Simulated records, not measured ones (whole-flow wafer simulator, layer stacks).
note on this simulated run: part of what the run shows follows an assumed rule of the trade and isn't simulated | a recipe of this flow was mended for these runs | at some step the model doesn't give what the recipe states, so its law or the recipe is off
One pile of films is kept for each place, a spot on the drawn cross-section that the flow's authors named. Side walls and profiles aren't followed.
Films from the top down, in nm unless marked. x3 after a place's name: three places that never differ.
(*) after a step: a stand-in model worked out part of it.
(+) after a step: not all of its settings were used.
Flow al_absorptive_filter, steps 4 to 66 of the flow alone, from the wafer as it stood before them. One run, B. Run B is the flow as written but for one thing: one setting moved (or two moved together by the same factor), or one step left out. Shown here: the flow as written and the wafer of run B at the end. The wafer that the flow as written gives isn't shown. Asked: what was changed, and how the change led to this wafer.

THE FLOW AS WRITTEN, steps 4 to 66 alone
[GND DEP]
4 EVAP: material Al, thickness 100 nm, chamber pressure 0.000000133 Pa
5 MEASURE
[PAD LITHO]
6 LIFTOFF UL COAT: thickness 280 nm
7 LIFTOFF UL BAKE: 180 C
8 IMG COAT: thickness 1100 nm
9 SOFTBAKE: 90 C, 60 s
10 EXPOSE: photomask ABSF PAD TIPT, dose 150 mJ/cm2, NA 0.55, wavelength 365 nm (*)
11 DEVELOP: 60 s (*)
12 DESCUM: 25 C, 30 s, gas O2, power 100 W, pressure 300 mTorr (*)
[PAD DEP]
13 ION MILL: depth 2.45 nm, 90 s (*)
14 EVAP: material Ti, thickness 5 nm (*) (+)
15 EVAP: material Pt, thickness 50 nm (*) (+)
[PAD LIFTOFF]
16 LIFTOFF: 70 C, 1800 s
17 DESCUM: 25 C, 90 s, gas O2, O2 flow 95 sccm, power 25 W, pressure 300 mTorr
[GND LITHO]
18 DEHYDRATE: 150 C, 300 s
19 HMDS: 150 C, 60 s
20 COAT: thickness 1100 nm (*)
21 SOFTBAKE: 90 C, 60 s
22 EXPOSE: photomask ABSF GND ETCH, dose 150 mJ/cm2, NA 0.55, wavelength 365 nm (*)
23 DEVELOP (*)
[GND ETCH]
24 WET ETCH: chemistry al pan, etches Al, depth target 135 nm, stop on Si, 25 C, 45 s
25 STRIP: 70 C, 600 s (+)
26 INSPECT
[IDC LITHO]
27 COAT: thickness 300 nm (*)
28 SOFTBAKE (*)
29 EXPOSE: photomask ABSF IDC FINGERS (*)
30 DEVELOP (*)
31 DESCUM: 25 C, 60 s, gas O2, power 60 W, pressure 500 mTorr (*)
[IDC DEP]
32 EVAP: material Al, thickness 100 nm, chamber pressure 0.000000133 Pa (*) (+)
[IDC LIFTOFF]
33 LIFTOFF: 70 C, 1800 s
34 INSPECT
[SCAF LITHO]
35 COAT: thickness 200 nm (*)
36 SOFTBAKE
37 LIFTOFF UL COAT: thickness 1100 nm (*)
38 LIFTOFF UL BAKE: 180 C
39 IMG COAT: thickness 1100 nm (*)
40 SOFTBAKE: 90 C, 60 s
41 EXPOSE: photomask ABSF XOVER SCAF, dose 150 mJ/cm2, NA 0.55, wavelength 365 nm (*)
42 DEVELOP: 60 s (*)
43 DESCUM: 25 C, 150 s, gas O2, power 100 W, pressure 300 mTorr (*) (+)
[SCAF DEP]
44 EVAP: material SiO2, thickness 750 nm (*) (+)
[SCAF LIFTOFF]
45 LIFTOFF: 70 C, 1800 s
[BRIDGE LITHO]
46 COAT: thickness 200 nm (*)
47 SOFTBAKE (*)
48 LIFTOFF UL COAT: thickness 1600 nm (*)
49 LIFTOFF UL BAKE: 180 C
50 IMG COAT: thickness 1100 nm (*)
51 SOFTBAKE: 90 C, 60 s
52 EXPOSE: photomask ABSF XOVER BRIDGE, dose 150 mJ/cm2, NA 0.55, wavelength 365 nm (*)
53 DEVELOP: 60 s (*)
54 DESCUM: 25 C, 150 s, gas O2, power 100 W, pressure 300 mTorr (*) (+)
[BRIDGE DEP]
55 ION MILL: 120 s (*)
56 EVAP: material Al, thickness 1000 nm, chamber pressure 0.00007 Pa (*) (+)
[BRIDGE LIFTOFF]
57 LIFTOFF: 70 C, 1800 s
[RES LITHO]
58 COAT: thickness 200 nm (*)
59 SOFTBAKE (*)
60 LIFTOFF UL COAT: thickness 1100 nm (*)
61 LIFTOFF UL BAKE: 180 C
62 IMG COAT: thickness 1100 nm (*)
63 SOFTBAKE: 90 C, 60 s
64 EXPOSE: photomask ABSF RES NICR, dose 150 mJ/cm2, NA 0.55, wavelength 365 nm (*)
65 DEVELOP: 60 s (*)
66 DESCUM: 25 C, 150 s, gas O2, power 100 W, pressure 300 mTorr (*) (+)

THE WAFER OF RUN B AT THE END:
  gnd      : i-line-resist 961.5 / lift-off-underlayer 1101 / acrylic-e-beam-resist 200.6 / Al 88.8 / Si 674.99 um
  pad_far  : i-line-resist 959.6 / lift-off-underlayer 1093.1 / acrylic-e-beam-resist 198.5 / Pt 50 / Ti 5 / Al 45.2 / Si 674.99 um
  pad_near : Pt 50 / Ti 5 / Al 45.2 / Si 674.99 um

The cause: step 4, EVAP: thickness 88.75 nm was run, where the flow has thickness 100 nm.
It can be read off the wafer: gnd has Al 88.8, and step 4 as written asks for 100 nm.

How the change led to this, step by step:
  4 EVAP: material Al, thickness 100 nm, chamber pressure 0.000000133 Pa
      gnd, pad_far, pad_near and 11 more: Al +88.8 (new film) (as written it would be: Al +100 (new film))
  24 WET ETCH: chemistry al pan, etches Al, depth target 135 nm, stop on Si, 25 C, 45 s
      res, xl_gap, idc_field, idc_line, idc_space: Al -75.4 (all of it) (as written it would be: Al -86.7 (all of it))
  27 COAT: thickness 300 nm (*)
      xl_gap: e-beam-resist +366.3 (new film) (as written it would be: e-beam-resist +374.7 (new film))
  33 LIFTOFF: 70 C, 1800 s
      xl_gap: Al -100 (all of it), e-beam-resist -357.3 (all of it) (as written it would be: Al -100 (all of it), e-beam-resist -365.7 (all of it))
  35 COAT: thickness 200 nm (*)
      ledge: acrylic-e-beam-resist +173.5 (new film) (as written it would be: acrylic-e-beam-resist +169.8 (new film))
      xl_gap: acrylic-e-beam-resist +258.7 (new film) (as written it would be: acrylic-e-beam-resist +265.9 (new film))
  43 DESCUM: 25 C, 150 s, gas O2, power 100 W, pressure 300 mTorr (*) (+)
      gnd, pad_far, pad_near and 7 more: i-line-resist -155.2 (as written it would be: i-line-resist -159.6)
      xl_gap: acrylic-e-beam-resist -258.7 (all of it) (as written it would be: acrylic-e-beam-resist -265.9 (all of it))
  45 LIFTOFF: 70 C, 1800 s
      ledge: SiO2 -750 (all of it), i-line-resist -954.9 (all of it), lift-off-underlayer -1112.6 (all of it), acrylic-e-beam-resist -173.5 (all of it) (as written it would be: SiO2 -750 (all of it), i-line-resist -952.1 (all of it), lift-off-underlayer -1114 (all of it), acrylic-e-beam-resist -169.8 (all of it))
  46 COAT: thickness 200 nm (*)
      ledge: acrylic-e-beam-resist +173.5 (new film) (as written it would be: acrylic-e-beam-resist +169.8 (new film))
      xl_gap: acrylic-e-beam-resist +93.6 (new film) (as written it would be: acrylic-e-beam-resist +97.9 (new film))
  54 DESCUM: 25 C, 150 s, gas O2, power 100 W, pressure 300 mTorr (*) (+)
      xl_gap: acrylic-e-beam-resist -93.6 (all of it) (as written it would be: acrylic-e-beam-resist -97.9 (all of it))
  57 LIFTOFF: 70 C, 1800 s
      ledge: Al -1000 (all of it), i-line-resist -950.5 (all of it), lift-off-underlayer -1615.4 (all of it), acrylic-e-beam-resist -173.5 (all of it) (as written it would be: Al -1000 (all of it), i-line-resist -951.7 (all of it), lift-off-underlayer -1617.2 (all of it), acrylic-e-beam-resist -169.8 (all of it))
  58 COAT: thickness 200 nm (*)
      ledge: acrylic-e-beam-resist +173.5 (new film) (as written it would be: acrylic-e-beam-resist +169.8 (new film))
      xl_gap: acrylic-e-beam-resist +121.3 (new film) (as written it would be: acrylic-e-beam-resist +123.8 (new film))
  66 DESCUM: 25 C, 150 s, gas O2, power 100 W, pressure 300 mTorr (*) (+)
      ledge: acrylic-e-beam-resist -173.5 (all of it) (as written it would be: acrylic-e-beam-resist -169.8 (all of it))
